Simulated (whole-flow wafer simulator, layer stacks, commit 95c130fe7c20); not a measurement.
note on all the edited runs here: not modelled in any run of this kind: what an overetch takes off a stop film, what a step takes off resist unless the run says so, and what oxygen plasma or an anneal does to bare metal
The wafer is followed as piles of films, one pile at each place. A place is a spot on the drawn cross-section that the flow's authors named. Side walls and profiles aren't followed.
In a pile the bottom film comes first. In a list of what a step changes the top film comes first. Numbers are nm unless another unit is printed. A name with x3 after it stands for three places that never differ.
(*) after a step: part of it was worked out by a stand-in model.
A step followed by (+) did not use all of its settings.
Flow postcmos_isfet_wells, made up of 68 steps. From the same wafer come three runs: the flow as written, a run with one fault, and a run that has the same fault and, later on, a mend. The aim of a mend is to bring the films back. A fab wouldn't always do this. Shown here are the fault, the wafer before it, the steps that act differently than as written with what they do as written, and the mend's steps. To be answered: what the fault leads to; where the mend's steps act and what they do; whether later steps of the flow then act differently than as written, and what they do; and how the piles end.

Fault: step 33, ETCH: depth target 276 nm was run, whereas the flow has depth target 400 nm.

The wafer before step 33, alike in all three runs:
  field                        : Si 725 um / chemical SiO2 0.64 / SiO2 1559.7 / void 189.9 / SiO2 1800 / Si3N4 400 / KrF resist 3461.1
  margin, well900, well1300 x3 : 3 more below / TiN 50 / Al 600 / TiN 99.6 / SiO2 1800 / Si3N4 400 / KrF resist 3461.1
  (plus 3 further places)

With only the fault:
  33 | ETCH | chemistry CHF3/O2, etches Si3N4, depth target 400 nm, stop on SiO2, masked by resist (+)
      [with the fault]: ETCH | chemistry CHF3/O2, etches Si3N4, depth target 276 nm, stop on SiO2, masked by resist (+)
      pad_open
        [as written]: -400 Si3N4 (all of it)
        [with the fault]: -276 Si3N4
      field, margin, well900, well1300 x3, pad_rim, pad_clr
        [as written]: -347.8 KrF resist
        [with the fault]: -240 KrF resist
  Steps further on in the flow that do not act as written (not shown: 5 more steps that differ only slightly, by at most 2% or 0.5 nm, whichever is larger):
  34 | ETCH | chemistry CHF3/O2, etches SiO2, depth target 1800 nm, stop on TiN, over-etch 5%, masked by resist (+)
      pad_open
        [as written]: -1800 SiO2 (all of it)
        [with the fault]: -124 Si3N4 (all of it), -1669.8 SiO2
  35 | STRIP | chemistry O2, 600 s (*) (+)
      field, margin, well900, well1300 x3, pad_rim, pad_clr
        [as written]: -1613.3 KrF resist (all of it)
        [with the fault]: -1721.1 KrF resist (all of it)
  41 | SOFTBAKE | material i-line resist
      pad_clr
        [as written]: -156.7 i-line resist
        [with the fault]: -143.7 i-line resist
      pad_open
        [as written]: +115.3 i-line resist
        [with the fault]: +109.6 i-line resist
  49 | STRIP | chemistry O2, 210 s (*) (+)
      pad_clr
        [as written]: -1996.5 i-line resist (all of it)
        [with the fault]: -2050.1 i-line resist (all of it)
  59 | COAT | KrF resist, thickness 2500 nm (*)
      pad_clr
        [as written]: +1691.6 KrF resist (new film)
        [with the fault]: +1735.3 KrF resist (new film)
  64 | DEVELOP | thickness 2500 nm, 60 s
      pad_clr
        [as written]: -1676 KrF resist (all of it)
        [with the fault]: -1719.6 KrF resist (all of it)
  By the end, the piles at pad_open depart from the flow's by more than 2% or 0.5 nm, whichever is larger.
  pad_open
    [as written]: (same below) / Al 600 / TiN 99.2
    [with the fault]: (same below) / Al 600 / TiN 99.6 / SiO2 130.2

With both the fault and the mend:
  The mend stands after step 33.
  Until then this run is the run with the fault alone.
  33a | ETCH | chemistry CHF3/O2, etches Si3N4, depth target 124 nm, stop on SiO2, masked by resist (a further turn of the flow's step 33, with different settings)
      field, margin, well900, well1300 x3, pad_rim, pad_clr
        -107.8 KrF resist
      pad_open
        -124 Si3N4 (all of it)
  None of the later steps of the flow acts differently than as written at any place that is followed.
  The piles end the same as the flow's at every place that both follow.
